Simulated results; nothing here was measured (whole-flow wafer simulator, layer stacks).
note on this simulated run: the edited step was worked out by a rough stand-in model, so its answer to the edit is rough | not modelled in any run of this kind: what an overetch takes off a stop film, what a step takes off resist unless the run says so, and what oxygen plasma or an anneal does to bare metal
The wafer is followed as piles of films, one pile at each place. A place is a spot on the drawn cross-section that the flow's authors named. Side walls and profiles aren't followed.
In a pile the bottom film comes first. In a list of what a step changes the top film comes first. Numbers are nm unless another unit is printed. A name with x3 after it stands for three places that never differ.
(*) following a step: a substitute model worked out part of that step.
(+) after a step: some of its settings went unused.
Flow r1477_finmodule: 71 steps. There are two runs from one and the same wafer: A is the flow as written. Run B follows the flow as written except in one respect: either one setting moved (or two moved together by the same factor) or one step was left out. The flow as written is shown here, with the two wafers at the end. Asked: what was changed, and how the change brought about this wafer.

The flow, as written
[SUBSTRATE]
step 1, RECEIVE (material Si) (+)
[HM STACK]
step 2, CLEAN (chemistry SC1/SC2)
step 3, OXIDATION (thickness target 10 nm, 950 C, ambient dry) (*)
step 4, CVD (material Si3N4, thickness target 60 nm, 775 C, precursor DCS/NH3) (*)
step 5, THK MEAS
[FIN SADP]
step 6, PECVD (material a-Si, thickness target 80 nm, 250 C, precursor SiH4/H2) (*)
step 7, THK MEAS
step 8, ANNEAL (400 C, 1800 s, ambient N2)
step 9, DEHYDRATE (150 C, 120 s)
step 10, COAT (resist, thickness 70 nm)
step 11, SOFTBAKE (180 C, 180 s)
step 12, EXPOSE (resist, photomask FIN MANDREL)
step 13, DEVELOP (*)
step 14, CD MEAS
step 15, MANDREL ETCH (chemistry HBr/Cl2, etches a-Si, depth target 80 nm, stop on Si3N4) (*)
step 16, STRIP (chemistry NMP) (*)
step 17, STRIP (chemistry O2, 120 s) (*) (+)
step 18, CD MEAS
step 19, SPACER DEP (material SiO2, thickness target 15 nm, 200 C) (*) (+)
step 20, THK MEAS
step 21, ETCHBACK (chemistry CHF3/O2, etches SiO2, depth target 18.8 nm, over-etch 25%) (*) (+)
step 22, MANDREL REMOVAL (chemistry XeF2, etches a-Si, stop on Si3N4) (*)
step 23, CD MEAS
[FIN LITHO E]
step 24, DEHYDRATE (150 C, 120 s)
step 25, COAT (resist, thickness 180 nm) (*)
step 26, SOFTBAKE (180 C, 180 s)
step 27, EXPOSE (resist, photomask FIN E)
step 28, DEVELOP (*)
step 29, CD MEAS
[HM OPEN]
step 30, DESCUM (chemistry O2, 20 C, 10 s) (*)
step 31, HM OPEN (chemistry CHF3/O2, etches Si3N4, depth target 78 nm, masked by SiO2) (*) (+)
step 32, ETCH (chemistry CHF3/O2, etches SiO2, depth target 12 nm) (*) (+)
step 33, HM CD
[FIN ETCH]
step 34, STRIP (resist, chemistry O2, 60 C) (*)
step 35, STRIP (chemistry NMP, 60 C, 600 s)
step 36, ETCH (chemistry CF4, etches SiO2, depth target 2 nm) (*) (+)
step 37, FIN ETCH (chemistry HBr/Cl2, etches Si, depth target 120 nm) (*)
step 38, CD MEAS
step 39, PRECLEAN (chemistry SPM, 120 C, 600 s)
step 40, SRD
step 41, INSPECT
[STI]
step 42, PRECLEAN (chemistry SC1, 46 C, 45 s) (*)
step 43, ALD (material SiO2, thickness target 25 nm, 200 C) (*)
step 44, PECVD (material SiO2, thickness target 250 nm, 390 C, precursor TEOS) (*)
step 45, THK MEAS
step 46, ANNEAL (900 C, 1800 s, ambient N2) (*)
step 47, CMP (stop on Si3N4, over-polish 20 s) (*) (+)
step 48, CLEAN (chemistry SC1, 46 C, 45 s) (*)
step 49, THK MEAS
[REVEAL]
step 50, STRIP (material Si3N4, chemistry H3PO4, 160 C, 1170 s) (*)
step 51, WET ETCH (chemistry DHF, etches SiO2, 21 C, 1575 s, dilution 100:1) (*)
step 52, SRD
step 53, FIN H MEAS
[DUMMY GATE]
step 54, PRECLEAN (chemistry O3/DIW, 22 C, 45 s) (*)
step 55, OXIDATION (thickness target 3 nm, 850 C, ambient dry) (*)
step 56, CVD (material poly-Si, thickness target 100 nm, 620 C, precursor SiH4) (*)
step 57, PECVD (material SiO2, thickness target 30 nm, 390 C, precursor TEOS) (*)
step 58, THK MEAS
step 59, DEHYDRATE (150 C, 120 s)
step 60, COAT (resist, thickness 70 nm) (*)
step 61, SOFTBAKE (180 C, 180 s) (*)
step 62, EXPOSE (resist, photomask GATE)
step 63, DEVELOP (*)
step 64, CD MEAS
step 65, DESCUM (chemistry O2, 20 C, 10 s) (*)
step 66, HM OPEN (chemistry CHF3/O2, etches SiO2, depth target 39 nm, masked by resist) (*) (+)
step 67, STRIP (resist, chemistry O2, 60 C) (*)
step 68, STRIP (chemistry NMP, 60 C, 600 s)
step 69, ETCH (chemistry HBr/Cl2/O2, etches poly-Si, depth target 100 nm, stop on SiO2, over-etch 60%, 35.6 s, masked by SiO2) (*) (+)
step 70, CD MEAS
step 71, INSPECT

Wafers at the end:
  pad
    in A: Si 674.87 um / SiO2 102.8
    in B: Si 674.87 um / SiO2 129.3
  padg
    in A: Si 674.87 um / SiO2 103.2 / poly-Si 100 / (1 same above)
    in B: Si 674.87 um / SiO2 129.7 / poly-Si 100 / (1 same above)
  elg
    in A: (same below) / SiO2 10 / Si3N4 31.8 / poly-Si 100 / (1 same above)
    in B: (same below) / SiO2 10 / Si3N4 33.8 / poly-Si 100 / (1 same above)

The reason: step 51, WET ETCH: 1087 s was run, though the flow has 1575 s.

The path from the change to this, step by step:
  step 51, WET ETCH (chemistry DHF, etches SiO2, 21 C, 1575 s, dilution 100:1) (*)
      pad, padg, e40sg and 12 more: A -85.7 SiO2 | B -59.1 SiO2
      elg, e40lg, e100lg, e200lg, elo, e40lo, e100lo, e200lo: A -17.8 SiO2 (all of it), -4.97 Si3N4 | B -17.8 SiO2 (all of it), -2.98 Si3N4
      (also at 7 further places)
  step 56, CVD (material poly-Si, thickness target 100 nm, 620 C, precursor SiH4) (*)
      s40sg_line, s45sg_line, s50sg_line, s40so_line, s45so_line, s50so_line: A +100 poly-Si (new film) | B +103.7 poly-Si (new film)
      s40cg, s40co: A +113.9 poly-Si (new film) | B +100 poly-Si (new film)
      (also at 5 further places)
  step 60, COAT (resist, thickness 70 nm) (*)
      e40sg, eso, e40so: A +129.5 resist (new film) | B +106.2 resist (new film)
      e100sg, e100so: A +129.4 resist (new film) | B +106.1 resist (new film)
      (also at 20 further places)
  step 63, DEVELOP (*)
      eso, e40so: A -129.5 resist (all of it) | B -106.2 resist (all of it)
      e100so: A -129.4 resist (all of it) | B -106.1 resist (all of it)
      (also at 10 further places)
  step 67, STRIP (resist, chemistry O2, 60 C) (*)
      e40lg, e100lg, e200lg: A -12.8 resist (all of it) | B -14 resist (all of it)
      e40sg: A -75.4 resist (all of it) | B -52.1 resist (all of it)
      (also at 11 further places)
  step 69, ETCH (chemistry HBr/Cl2/O2, etches poly-Si, depth target 100 nm, stop on SiO2, over-etch 60%, 35.6 s, masked by SiO2) (*) (+)
      s40so_line, s45so_line, s50so_line: A -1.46 chemical SiO2 (all of it), -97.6 poly-Si (all of it), -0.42 SiO2 | B -1.33 chemical SiO2 (all of it), -101.3 poly-Si (all of it), -0.29 SiO2
      s40co: A -1.46 chemical SiO2 (all of it), -111.5 poly-Si (all of it), -0.24 SiO2 | B -1.33 chemical SiO2 (all of it), -97.6 poly-Si (all of it), -0.42 SiO2
      (also at 2 further places)
